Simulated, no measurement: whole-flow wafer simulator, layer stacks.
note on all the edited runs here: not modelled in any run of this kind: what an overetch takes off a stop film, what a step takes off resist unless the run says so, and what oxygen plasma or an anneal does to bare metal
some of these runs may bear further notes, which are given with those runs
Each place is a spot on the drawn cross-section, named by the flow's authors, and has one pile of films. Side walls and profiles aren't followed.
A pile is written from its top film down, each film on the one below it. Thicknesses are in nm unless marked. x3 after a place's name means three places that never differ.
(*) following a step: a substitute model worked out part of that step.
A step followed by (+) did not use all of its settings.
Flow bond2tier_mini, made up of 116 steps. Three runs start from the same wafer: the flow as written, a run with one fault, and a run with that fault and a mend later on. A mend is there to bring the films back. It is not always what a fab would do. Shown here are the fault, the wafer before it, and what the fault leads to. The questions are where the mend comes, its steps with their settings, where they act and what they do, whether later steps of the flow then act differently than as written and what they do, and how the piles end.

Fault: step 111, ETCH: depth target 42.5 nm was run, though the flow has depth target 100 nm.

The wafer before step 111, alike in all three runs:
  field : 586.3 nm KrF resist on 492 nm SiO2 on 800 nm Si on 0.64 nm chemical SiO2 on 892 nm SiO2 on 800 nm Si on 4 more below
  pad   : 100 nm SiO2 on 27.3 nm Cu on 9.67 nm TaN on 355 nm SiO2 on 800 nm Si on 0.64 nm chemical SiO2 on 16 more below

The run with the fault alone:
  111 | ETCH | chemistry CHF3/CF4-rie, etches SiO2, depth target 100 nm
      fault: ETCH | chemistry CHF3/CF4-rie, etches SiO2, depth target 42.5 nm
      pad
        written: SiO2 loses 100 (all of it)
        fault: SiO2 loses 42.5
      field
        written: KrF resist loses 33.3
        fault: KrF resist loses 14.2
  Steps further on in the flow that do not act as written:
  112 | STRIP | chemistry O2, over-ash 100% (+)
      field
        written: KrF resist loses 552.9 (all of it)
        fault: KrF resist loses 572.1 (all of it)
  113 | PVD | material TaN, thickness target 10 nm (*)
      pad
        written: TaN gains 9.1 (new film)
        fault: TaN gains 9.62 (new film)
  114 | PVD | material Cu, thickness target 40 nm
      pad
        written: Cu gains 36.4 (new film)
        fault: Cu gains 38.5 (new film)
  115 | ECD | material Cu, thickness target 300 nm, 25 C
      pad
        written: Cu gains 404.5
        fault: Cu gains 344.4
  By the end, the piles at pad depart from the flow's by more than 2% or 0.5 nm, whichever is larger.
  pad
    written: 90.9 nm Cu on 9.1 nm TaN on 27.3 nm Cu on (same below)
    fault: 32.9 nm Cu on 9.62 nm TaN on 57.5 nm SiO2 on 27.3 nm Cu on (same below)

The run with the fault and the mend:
  The mend stands after step 112.
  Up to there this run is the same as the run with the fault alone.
  112a | COAT | KrF resist, thickness 600 nm (*) (the flow's step 106 again)
      field
        KrF resist gains 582 (new film)
      pad
        KrF resist gains 618.8 (new film)
  112b | SOFTBAKE | KrF resist (the flow's step 107 again)
      leaves every film unchanged at each place that is followed
  112c | EXPOSE | photomask T3PAD, NA 0.6 (the flow's step 108 again)
      leaves every film unchanged at each place that is followed
  112d | PEB | KrF resist (the flow's step 109 again)
      leaves every film unchanged at each place that is followed
  112e | DEVELOP | developer TMAH-0.26N, 60 s (the flow's step 110 again)
      field
        KrF resist loses 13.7
      pad
        KrF resist loses 618.8 (all of it)
  112f | ETCH | chemistry CHF3/CF4-rie, etches SiO2, depth target 57.5 nm (the flow's step 111 again, with other settings)
      field
        KrF resist loses 19.2
      pad
        SiO2 loses 57.5 (all of it)
  112g | STRIP | chemistry O2, over-ash 100% (+) (the flow's step 112 again)
      field
        KrF resist loses 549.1 (all of it)
  Every later step of the flow that is run acts as written at every place that is followed.
  At every place that both follow, the piles at the end match the flow's.
